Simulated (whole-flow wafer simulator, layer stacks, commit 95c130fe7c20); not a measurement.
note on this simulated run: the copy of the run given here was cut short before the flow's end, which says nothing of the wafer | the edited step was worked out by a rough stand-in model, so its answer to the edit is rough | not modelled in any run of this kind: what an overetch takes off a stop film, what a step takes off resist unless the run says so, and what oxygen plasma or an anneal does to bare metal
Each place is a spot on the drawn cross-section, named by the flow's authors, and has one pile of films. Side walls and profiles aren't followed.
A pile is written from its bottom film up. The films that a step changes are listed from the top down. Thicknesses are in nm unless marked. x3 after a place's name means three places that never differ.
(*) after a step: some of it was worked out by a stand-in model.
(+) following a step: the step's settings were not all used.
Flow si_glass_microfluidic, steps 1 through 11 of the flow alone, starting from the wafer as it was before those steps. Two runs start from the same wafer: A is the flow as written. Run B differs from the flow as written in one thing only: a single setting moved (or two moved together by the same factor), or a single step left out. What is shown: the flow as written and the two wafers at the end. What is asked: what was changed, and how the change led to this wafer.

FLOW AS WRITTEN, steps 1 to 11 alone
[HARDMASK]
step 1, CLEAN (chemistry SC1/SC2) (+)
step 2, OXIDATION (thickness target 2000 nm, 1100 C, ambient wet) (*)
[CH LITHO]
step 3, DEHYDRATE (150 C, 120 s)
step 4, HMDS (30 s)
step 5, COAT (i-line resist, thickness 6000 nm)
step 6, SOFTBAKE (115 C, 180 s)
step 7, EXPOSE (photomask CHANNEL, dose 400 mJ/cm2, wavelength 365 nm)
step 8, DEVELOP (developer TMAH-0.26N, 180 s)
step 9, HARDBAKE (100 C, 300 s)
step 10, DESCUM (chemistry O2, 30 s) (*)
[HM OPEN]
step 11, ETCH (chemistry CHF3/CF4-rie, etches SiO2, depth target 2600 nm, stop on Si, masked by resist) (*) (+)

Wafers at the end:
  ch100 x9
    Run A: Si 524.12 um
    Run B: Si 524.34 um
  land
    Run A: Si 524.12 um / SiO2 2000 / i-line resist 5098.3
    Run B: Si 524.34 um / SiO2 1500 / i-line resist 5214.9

The reason: step 2, OXIDATION: thickness target 1500 nm was run, while the flow as written has thickness target 2000 nm.
The wafer lets one read it off: land has SiO2 1500, and step 2 as written asks for 2000 nm.

The path from the change to this, step by step:
  step 2, OXIDATION (thickness target 2000 nm, 1100 C, ambient wet) (*)
      land, ch100 x9: A SiO2 gains 2000 (new film), chemical SiO2 loses 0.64 (all of it), Si loses 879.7 | B SiO2 gains 1500 (new film), chemical SiO2 loses 0.64 (all of it), Si loses 659.7
  step 11, ETCH (chemistry CHF3/CF4-rie, etches SiO2, depth target 2600 nm, stop on Si, masked by resist) (*) (+)
      ch100 x9: A SiO2 loses 2000 (all of it) | B SiO2 loses 1500 (all of it)
      land: A i-line resist loses 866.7 | B i-line resist loses 750
